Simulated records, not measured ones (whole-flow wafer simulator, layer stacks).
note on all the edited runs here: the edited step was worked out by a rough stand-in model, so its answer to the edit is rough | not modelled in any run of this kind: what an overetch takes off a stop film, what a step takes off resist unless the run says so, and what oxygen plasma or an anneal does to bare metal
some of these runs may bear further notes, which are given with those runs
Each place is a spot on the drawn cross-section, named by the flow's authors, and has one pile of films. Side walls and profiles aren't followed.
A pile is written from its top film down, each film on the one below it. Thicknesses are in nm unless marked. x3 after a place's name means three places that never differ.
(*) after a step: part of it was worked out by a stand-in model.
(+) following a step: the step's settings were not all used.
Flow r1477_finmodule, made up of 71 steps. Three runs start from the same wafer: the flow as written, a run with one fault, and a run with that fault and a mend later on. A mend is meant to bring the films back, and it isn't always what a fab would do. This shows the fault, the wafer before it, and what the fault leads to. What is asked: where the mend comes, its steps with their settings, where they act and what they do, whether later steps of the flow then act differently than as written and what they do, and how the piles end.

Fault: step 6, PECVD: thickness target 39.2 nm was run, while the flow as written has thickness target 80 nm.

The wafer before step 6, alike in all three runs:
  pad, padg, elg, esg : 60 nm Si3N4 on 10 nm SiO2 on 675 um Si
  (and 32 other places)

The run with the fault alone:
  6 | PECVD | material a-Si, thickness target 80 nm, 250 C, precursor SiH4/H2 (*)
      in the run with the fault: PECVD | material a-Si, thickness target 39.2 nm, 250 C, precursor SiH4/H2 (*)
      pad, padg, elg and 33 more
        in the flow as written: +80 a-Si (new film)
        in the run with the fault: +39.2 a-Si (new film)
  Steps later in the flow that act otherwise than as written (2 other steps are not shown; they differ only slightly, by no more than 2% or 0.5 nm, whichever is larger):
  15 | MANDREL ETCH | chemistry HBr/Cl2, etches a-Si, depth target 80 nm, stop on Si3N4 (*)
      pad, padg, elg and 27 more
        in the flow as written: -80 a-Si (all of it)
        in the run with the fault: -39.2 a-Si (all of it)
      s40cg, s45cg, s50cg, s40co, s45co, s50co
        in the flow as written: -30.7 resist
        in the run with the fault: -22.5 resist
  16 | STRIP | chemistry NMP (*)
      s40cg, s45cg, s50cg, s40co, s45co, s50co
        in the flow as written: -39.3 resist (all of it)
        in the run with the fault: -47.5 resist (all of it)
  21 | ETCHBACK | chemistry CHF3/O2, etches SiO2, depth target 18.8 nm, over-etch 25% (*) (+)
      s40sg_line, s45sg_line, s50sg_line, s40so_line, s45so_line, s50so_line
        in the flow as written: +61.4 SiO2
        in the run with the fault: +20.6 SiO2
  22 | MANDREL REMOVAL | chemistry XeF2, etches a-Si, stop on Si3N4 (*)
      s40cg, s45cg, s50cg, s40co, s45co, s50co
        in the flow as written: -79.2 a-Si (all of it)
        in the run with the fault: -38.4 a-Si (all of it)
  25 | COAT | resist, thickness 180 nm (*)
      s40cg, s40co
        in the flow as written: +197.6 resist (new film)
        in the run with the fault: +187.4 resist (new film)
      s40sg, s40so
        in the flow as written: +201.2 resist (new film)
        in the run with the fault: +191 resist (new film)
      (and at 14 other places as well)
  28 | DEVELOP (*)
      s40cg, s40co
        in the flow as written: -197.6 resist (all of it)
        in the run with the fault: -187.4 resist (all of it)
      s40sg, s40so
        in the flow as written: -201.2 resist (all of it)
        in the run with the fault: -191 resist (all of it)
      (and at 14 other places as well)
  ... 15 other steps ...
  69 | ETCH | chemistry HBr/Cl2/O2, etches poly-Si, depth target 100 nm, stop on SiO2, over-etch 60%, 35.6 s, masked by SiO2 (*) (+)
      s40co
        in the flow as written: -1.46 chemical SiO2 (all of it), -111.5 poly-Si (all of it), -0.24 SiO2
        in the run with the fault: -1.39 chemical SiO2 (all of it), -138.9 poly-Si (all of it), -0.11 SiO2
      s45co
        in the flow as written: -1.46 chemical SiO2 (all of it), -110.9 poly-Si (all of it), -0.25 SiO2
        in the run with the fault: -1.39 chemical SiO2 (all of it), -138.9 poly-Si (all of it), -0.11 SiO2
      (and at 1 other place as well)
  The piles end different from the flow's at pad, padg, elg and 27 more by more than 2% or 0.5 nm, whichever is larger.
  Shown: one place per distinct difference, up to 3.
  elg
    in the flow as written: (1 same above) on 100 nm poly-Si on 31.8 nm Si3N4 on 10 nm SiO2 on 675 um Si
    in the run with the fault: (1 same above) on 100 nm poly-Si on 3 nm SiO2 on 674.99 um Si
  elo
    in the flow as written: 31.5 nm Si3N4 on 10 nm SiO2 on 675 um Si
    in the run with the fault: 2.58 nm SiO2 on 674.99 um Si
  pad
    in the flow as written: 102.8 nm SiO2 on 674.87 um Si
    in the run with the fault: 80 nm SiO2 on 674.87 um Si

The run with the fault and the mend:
  The mend stands after step 7.
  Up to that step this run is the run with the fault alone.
  7a | PECVD | material a-Si, thickness target 40.8 nm, 250 C, precursor SiH4/H2 (*) (the flow's step 6 again, with other settings)
      pad, padg, elg and 33 more
        +40.8 a-Si
  None of the later steps of the flow acts differently than as written at any place that is followed.
  The piles end the same as the flow's at every place that both follow.
